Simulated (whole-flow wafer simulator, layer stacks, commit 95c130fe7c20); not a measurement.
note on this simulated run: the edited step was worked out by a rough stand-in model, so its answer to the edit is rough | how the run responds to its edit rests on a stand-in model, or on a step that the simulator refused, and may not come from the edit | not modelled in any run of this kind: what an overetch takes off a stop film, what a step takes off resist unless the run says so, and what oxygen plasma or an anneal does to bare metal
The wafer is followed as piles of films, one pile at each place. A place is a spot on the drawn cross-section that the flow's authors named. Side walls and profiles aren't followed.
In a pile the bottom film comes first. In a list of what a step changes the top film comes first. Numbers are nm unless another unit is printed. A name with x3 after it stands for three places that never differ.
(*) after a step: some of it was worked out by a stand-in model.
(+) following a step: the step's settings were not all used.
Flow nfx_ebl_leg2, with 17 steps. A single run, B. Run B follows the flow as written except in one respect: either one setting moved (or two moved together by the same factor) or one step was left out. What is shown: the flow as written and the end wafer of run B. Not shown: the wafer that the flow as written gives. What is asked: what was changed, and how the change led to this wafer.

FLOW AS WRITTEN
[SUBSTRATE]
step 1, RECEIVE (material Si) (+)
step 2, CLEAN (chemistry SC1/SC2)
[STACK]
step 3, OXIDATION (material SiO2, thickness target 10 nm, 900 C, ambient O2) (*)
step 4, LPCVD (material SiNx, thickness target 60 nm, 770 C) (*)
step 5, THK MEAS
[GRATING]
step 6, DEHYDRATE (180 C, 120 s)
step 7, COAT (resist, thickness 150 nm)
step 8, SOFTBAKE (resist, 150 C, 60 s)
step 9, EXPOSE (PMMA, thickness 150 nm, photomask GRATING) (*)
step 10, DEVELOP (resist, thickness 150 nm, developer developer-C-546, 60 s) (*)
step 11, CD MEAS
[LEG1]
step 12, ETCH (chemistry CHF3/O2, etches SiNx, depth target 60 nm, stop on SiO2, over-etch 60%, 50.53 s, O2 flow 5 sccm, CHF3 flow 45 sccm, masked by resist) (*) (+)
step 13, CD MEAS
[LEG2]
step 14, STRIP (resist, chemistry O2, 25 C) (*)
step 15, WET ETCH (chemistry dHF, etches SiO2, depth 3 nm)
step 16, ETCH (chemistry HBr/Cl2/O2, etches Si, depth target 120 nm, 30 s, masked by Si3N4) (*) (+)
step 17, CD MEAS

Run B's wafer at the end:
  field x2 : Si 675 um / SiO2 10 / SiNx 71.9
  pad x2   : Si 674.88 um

Cause: step 4, LPCVD: thickness target 78.7 nm was run, while the flow as written has thickness target 60 nm.

How this came from the change, step by step:
  step 4, LPCVD (material SiNx, thickness target 60 nm, 770 C) (*)
      field x2, pad x2: +78.7 SiNx (new film) (it would be, as written: +60 SiNx (new film))
  step 12, ETCH (chemistry CHF3/O2, etches SiNx, depth target 60 nm, stop on SiO2, over-etch 60%, 50.53 s, O2 flow 5 sccm, CHF3 flow 45 sccm, masked by resist) (*) (+)
      pad x2: -78.7 SiNx (all of it), -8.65 SiO2 (it would be, as written: -60 SiNx (all of it), -10 SiO2 (all of it))
  step 14, STRIP (resist, chemistry O2, 25 C) (*)
      pad x2: nothing (it would be, as written: +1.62 chemical SiO2 (new film), -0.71 Si)
  step 15, WET ETCH (chemistry dHF, etches SiO2, depth 3 nm)
      pad x2: -1.35 SiO2 (all of it) (it would be, as written: -1.62 chemical SiO2 (all of it))
